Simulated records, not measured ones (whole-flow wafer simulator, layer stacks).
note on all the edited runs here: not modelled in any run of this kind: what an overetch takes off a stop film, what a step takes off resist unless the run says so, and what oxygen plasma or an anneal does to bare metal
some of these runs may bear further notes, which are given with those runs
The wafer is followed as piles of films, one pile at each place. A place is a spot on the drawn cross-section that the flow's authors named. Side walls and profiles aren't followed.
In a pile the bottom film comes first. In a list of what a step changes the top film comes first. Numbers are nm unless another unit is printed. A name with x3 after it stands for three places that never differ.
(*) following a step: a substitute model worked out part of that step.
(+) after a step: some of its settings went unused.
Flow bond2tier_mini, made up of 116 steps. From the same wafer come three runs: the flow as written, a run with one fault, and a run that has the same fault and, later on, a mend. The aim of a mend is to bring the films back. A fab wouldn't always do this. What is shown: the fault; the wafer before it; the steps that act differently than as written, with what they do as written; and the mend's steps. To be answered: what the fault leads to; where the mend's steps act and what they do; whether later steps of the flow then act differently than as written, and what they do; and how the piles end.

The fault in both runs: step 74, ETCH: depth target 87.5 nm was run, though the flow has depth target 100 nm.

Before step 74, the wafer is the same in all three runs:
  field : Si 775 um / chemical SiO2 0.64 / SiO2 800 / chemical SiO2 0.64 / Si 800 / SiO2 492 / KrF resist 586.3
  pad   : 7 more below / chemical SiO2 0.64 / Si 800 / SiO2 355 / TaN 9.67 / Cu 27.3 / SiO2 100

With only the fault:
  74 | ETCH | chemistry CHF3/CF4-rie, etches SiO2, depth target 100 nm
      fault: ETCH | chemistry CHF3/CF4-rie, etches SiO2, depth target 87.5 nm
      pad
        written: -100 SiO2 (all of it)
        fault: -87.5 SiO2
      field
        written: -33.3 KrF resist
        fault: -29.2 KrF resist
  Steps further on in the flow that do not act as written (not shown: 3 more steps that differ only slightly, by at most 2% or 0.5 nm, whichever is larger):
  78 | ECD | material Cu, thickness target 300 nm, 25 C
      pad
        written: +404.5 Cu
        fault: +391.4 Cu
  By the end, the piles at pad depart from the flow's by more than 2% or 0.5 nm, whichever is larger.
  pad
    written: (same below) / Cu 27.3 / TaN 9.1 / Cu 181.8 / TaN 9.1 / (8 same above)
    fault: (same below) / Cu 27.3 / SiO2 12.5 / TaN 9.21 / Cu 169.2 / TaN 9.1 / (8 same above)

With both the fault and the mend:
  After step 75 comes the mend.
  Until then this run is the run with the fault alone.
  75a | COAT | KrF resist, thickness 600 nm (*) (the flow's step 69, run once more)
      field
        +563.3 KrF resist (new film)
      pad
        +638.4 KrF resist (new film)
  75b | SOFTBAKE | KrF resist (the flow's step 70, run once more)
      does not change any film at any place that is followed
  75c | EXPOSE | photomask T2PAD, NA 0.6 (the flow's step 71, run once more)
      does not change any film at any place that is followed
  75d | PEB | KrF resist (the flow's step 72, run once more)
      does not change any film at any place that is followed
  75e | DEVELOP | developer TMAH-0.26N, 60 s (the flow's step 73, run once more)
      field
        -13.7 KrF resist
      pad
        -638.4 KrF resist (all of it)
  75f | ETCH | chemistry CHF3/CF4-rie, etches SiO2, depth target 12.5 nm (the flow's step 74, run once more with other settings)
      field
        -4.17 KrF resist
      pad
        -12.5 SiO2 (all of it)
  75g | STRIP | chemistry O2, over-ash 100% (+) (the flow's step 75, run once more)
      field
        -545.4 KrF resist (all of it)
  Later steps of the flow that are run all act as written at every place that is followed.
  At every place that both follow, the piles at the end match the flow's.
